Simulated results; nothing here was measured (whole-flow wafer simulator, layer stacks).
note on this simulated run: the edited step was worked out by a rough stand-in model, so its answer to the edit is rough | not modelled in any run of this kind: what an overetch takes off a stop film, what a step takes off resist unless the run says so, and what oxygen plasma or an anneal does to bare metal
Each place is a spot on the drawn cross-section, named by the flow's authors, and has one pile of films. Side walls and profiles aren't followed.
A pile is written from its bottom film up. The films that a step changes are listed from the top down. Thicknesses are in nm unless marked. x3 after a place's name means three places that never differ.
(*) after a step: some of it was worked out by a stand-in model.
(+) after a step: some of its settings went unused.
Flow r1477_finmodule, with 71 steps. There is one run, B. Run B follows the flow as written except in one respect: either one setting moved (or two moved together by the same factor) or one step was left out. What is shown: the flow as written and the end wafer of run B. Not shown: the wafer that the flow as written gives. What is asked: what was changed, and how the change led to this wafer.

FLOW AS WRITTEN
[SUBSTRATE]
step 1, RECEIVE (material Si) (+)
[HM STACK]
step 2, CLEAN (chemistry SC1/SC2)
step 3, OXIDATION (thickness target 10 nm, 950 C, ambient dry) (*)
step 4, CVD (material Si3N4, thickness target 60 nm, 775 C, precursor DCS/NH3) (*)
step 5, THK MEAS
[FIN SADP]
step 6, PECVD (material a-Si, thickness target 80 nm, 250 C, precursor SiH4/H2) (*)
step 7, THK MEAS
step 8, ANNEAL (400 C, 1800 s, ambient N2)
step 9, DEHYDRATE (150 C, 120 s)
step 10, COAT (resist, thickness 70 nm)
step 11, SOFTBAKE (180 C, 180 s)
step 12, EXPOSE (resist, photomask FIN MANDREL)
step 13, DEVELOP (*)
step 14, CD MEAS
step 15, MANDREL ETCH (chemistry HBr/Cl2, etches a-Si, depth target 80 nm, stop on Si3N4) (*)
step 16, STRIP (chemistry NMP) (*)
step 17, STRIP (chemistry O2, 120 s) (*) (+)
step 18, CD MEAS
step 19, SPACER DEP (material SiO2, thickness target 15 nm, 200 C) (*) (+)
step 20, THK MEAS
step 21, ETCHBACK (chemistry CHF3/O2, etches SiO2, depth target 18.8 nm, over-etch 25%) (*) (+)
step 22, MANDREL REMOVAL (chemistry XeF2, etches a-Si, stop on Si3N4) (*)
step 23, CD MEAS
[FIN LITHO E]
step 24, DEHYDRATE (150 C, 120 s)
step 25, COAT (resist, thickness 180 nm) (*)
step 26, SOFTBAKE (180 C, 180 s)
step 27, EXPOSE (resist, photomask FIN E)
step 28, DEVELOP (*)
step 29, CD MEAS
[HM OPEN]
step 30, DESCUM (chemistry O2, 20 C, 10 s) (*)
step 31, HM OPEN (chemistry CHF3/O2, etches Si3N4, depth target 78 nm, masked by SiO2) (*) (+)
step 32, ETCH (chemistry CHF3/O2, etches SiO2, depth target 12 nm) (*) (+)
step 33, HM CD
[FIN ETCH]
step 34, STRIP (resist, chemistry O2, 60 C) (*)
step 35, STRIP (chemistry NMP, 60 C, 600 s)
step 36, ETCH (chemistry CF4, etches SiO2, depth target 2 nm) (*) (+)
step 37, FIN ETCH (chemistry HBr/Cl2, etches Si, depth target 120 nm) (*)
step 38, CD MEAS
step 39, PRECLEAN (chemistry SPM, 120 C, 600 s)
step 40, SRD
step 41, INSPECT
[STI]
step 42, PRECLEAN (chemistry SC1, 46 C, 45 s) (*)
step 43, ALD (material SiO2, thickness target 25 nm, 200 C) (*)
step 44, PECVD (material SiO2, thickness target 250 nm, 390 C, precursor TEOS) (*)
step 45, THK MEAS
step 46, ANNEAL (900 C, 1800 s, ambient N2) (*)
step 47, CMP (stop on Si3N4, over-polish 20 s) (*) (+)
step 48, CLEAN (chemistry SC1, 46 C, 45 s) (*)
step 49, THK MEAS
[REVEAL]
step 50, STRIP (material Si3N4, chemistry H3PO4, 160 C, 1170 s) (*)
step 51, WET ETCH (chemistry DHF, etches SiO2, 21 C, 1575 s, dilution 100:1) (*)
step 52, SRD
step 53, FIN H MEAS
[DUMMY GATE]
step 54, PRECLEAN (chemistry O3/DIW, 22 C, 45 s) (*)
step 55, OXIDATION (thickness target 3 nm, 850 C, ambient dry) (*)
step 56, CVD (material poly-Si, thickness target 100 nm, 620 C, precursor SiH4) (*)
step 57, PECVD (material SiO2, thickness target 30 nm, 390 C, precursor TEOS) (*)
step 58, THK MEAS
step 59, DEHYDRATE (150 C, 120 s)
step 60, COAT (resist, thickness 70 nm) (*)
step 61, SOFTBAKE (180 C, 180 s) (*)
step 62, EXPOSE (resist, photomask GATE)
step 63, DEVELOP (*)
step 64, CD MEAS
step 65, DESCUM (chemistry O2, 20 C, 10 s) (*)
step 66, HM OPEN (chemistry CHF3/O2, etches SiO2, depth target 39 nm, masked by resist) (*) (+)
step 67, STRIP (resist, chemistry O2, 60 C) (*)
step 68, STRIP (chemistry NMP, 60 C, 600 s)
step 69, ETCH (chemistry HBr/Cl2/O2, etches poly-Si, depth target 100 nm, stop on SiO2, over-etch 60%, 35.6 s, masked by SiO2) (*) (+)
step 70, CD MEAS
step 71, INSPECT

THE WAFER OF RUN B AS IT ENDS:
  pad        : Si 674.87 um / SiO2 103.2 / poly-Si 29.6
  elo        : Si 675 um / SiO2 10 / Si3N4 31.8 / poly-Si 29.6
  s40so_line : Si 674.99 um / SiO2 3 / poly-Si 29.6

What caused this: step 69, ETCH: depth target 42.5 nm was run, though the flow has depth target 100 nm; step 69, ETCH: 15.1 s was run, where the flow has 35.6 s.

Step by step, how the change led to this:
  step 69, ETCH (chemistry HBr/Cl2/O2, etches poly-Si, depth target 100 nm, stop on SiO2, over-etch 60%, 35.6 s, masked by SiO2) (*) (+)
      pad, eso, e40so and 8 more: chemical SiO2 loses 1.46 (all of it), poly-Si loses 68 (it would be, as written: chemical SiO2 loses 1.46 (all of it), poly-Si loses 97.6 (all of it), SiO2 loses 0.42)
      elo, e40lo, e100lo, e200lo: chemical SiO2 loses 1.46 (all of it), poly-Si loses 68 (it would be, as written: chemical SiO2 loses 1.46 (all of it), poly-Si loses 97.6 (all of it), Si3N4 loses 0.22)
      (as well as at 21 more places)
